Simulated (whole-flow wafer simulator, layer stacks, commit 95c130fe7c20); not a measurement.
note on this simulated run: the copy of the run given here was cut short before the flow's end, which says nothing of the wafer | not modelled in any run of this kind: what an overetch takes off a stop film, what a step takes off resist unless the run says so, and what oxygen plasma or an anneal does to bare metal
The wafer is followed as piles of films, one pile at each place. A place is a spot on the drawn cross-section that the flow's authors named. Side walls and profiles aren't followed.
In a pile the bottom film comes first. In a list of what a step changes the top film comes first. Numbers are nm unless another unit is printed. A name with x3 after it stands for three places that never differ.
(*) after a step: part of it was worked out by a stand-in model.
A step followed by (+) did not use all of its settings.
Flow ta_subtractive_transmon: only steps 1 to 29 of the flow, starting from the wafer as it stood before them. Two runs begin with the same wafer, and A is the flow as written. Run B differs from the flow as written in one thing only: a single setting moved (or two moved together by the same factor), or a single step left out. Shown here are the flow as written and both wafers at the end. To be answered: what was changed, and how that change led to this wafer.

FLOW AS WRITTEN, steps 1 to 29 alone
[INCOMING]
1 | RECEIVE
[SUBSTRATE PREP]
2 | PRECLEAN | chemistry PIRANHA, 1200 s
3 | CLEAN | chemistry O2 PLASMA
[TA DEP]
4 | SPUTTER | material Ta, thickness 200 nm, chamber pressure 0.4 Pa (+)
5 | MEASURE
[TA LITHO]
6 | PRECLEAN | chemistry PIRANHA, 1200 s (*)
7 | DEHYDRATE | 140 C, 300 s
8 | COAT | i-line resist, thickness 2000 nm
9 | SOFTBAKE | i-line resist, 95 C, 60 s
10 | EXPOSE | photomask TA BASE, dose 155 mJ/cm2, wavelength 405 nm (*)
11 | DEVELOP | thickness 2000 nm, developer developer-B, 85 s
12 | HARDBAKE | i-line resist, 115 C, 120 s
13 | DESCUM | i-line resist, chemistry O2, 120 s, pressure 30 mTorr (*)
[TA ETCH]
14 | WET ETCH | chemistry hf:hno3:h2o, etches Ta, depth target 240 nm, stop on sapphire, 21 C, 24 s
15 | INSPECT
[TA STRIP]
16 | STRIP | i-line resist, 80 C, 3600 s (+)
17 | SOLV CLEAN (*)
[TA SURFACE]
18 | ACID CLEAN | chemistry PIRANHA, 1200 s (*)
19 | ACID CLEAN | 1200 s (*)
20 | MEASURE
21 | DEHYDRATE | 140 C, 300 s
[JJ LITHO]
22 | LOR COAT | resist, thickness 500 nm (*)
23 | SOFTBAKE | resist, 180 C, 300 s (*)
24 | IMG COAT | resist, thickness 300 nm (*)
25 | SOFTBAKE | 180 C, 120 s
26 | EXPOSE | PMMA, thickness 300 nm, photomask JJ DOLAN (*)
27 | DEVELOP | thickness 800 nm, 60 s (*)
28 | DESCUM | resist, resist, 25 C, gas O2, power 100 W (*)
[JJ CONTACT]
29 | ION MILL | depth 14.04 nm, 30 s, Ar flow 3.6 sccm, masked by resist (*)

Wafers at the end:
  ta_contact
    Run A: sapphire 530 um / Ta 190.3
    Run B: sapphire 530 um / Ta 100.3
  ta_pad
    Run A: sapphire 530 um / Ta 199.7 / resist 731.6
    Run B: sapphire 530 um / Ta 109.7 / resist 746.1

Cause: step 4, SPUTTER: thickness 110 nm was run, though the flow has thickness 200 nm.

Step by step, how the change led to this:
  4 | SPUTTER | material Ta, thickness 200 nm, chamber pressure 0.4 Pa (+)
      field x2, jj_line, lead, ta_contact, ta_pad: A Ta gains 200 (new film) | B Ta gains 110 (new film)
  14 | WET ETCH | chemistry hf:hno3:h2o, etches Ta, depth target 240 nm, stop on sapphire, 21 C, 24 s
      field x2, jj_line, lead: A Ta loses 200 (all of it) | B Ta loses 110 (all of it)
  22 | LOR COAT | resist, thickness 500 nm (*)
      lead: A resist gains 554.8 (new film) | B resist gains 531.1 (new film)
      ta_contact: A resist gains 443.8 (new film) | B resist gains 467.8 (new film)
  24 | IMG COAT | resist, thickness 300 nm (*)
      ta_contact: A resist gains 287.4 | B resist gains 293.3
      ta_pad: A resist gains 281.3 | B resist gains 289.5
  27 | DEVELOP | thickness 800 nm, 60 s (*)
      lead: A resist loses 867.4 (all of it) | B resist loses 838 (all of it)
      ta_contact: A resist loses 731.2 (all of it) | B resist loses 761.1 (all of it)
